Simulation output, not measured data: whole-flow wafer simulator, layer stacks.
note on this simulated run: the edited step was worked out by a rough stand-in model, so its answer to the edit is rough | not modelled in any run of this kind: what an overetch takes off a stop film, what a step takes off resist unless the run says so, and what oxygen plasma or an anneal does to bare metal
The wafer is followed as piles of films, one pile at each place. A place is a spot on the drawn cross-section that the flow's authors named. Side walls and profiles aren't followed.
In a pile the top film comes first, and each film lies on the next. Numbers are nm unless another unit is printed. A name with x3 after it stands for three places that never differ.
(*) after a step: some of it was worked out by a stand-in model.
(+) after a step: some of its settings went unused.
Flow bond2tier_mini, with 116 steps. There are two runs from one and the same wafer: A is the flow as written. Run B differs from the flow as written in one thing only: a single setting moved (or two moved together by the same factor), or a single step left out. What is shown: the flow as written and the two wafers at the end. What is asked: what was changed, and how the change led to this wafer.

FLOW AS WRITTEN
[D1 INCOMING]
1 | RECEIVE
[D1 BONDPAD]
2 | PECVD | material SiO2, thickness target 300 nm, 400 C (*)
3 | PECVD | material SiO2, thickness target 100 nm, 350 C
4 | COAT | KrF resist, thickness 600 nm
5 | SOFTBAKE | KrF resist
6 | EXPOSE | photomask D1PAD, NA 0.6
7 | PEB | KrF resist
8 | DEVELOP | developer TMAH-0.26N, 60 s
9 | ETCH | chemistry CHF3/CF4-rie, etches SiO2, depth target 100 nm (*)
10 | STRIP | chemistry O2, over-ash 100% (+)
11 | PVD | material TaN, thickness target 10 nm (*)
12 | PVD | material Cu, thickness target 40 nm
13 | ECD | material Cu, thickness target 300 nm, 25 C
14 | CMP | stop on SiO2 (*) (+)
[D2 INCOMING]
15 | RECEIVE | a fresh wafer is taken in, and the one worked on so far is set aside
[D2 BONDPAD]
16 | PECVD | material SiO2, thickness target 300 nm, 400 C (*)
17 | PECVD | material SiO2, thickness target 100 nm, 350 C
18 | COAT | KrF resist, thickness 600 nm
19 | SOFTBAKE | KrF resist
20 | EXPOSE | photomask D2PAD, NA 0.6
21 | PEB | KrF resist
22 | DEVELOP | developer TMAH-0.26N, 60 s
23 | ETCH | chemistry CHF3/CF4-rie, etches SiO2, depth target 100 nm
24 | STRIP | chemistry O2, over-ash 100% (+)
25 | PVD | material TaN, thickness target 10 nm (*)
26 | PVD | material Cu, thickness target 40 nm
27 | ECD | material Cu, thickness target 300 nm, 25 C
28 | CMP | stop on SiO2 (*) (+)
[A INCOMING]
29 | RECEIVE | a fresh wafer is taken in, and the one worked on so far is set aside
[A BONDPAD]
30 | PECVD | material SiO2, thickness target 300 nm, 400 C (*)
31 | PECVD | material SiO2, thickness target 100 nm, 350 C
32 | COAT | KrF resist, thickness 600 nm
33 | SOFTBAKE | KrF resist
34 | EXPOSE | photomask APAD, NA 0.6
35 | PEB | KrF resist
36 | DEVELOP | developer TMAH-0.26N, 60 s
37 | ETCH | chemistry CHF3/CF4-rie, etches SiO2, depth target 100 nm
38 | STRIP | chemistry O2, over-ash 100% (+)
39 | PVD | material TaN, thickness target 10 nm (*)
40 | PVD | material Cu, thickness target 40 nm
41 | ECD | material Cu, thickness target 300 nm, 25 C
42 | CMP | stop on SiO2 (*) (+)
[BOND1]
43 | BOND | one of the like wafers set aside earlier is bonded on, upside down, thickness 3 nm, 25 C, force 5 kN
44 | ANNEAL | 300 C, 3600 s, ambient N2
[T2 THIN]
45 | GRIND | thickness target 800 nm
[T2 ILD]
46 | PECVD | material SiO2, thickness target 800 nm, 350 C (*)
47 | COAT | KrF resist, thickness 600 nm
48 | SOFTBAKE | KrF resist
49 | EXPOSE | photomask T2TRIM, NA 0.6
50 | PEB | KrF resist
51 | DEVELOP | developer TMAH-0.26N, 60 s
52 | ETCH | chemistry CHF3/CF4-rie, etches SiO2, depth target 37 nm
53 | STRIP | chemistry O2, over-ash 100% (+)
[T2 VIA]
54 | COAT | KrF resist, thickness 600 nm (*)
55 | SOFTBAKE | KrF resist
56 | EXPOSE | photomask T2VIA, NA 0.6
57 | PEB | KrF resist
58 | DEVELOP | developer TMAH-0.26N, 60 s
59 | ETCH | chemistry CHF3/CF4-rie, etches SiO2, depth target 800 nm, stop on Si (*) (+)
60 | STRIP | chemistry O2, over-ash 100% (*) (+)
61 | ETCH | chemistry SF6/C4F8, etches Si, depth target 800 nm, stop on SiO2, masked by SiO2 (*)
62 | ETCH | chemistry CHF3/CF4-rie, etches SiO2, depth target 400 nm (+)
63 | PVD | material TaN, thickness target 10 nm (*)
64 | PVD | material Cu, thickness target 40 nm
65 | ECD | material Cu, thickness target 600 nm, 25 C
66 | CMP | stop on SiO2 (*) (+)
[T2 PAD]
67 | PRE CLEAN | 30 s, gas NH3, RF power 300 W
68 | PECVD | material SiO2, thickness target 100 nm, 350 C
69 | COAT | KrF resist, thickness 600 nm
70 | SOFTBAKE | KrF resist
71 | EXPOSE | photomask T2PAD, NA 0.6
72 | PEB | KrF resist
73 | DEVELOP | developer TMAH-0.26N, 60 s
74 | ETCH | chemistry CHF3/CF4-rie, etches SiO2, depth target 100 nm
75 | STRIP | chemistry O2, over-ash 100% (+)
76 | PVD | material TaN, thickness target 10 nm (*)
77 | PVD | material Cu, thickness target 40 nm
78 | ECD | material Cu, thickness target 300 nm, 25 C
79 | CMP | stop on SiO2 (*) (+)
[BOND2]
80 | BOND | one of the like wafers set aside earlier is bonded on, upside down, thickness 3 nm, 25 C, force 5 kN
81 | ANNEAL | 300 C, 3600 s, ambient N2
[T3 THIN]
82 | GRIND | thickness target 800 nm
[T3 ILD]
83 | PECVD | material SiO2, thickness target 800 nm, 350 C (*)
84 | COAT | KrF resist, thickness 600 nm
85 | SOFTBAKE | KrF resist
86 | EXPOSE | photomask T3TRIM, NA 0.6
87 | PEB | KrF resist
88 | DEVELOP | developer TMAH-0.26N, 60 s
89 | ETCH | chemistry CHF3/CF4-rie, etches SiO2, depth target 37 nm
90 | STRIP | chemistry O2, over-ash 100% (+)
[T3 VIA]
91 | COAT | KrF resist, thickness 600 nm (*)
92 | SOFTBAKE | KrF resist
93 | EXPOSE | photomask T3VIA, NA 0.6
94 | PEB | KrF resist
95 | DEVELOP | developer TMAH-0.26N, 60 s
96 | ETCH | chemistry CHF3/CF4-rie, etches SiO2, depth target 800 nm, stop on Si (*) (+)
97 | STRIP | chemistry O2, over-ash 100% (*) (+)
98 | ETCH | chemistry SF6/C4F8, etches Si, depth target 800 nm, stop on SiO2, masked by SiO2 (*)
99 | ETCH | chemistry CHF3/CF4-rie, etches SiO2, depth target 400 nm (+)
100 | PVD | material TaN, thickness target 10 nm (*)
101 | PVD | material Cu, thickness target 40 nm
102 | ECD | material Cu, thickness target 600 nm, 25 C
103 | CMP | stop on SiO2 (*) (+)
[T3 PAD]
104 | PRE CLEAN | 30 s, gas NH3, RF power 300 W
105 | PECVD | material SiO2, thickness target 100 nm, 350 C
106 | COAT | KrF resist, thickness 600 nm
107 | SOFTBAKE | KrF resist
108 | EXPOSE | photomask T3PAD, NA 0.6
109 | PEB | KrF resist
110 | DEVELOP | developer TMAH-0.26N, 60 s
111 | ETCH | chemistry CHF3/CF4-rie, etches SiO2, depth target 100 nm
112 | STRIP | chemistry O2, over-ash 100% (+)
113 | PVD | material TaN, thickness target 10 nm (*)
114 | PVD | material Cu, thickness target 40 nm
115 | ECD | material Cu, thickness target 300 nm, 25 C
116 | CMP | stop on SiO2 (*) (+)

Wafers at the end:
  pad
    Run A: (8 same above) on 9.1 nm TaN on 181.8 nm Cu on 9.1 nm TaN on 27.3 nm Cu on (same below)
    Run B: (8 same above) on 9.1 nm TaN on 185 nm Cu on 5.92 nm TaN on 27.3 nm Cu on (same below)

The reason: step 76, PVD: thickness target 6.5 nm was run, while the flow as written has thickness target 10 nm.

Step by step, how the change led to this:
  76 | PVD | material TaN, thickness target 10 nm (*)
      field: A +10 TaN (new film) | B +6.5 TaN (new film)
      pad: A +9.1 TaN (new film) | B +5.92 TaN (new film)
  79 | CMP | stop on SiO2 (*) (+)
      field: A -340 Cu (all of it), -10 TaN (all of it) | B -340 Cu (all of it), -6.5 TaN (all of it)
